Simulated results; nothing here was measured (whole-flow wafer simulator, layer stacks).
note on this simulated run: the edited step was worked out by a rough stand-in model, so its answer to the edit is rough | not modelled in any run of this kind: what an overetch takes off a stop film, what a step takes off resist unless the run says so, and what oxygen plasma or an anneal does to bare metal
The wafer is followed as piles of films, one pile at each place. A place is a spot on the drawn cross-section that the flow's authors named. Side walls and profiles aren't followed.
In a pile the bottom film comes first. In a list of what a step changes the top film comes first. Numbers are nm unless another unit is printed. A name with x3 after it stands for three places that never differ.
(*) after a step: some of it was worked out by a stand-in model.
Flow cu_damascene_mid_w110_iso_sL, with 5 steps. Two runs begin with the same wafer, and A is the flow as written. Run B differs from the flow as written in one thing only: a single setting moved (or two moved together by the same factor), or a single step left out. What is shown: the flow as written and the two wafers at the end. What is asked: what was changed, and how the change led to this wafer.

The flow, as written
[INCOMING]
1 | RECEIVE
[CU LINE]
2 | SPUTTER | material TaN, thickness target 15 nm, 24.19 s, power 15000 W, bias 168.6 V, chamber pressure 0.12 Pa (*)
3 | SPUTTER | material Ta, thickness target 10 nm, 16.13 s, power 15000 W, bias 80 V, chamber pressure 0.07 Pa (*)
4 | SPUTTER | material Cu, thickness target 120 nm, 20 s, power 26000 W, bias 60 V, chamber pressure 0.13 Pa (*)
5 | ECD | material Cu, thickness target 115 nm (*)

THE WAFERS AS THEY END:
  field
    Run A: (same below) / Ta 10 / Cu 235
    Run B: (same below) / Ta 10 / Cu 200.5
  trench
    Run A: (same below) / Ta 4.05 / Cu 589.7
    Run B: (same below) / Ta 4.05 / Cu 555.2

Cause: step 5, ECD: thickness target 80.5 nm was run, though the flow has thickness target 115 nm.

Step by step, how the change led to this:
  5 | ECD | material Cu, thickness target 115 nm (*)
      field: A Cu gains 115 | B Cu gains 80.5
      trench: A Cu gains 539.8 | B Cu gains 505.3
